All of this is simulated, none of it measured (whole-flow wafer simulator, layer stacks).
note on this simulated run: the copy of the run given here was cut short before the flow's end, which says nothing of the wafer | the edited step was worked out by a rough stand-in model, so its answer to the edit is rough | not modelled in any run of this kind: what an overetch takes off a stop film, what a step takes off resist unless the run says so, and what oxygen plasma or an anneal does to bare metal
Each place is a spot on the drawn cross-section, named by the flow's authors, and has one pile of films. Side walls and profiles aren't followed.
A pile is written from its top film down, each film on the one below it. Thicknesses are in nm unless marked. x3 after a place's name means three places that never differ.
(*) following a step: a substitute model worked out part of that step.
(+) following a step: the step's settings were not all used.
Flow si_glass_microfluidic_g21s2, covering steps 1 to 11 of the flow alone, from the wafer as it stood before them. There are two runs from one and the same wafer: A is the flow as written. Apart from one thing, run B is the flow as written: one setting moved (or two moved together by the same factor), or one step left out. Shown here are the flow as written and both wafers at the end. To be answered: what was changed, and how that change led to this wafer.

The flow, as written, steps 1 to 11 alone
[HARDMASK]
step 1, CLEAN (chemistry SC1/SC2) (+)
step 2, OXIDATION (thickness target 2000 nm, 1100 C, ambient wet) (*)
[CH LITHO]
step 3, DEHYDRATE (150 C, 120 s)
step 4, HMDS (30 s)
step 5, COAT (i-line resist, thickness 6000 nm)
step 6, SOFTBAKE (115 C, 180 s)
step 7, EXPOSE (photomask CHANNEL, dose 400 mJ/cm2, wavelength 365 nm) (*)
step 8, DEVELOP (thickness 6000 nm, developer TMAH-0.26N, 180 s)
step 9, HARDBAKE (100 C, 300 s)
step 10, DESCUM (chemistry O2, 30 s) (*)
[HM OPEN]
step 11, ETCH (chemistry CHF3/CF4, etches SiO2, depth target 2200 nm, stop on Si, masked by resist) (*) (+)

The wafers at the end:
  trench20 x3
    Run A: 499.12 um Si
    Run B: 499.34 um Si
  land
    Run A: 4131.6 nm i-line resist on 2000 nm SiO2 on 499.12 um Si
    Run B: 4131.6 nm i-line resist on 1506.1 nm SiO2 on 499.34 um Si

What caused this: step 2, OXIDATION: 1018 C was run, whereas the flow has 1100 C.

How this came from the change, step by step:
  step 2, OXIDATION (thickness target 2000 nm, 1100 C, ambient wet) (*)
      land, trench20 x3: A SiO2 gains 2000 (new film), chemical SiO2 loses 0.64 (all of it), Si loses 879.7 | B SiO2 gains 1506.1 (new film), chemical SiO2 loses 0.64 (all of it), Si loses 662.4
  step 11, ETCH (chemistry CHF3/CF4, etches SiO2, depth target 2200 nm, stop on Si, masked by resist) (*) (+)
      trench20 x3: A SiO2 loses 2000 (all of it) | B SiO2 loses 1506.1 (all of it)
